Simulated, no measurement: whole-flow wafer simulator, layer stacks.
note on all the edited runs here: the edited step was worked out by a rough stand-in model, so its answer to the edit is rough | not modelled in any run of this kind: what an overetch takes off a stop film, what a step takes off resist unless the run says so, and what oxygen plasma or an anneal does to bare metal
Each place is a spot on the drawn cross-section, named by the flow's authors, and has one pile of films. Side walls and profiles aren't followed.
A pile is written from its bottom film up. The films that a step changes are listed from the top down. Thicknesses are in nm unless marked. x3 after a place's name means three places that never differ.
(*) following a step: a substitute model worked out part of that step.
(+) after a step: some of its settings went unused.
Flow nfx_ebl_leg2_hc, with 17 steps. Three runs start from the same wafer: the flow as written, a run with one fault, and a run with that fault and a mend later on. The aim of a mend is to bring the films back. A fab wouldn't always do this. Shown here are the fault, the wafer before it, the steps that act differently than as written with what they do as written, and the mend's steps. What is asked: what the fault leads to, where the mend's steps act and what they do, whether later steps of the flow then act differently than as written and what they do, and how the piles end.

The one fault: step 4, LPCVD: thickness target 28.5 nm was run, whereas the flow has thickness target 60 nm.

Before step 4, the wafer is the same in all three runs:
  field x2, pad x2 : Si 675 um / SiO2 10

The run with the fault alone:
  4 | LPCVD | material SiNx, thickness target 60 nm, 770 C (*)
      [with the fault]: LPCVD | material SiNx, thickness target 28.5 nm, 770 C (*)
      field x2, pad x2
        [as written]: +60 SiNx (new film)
        [with the fault]: +28.5 SiNx (new film)
  Later steps of the flow acting differently than as written:
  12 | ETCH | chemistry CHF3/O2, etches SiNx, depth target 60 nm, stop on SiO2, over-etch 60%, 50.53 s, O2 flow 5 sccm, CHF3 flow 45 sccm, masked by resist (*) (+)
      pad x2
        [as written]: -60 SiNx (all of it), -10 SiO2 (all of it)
        [with the fault]: -28.5 SiNx (all of it), -10 SiO2 (all of it)
  At field x2, the piles at the end differ from the flow's by more than 2% or 0.5 nm, whichever is larger.
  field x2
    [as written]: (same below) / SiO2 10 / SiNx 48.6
    [with the fault]: (same below) / SiO2 10 / SiNx 17.1

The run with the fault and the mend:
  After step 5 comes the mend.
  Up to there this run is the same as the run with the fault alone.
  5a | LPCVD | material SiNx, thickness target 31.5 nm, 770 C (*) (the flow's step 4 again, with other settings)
      field x2, pad x2
        +31.5 SiNx
  None of the later steps of the flow acts differently than as written at any place that is followed.
  The piles end the same as the flow's at every place that both follow.
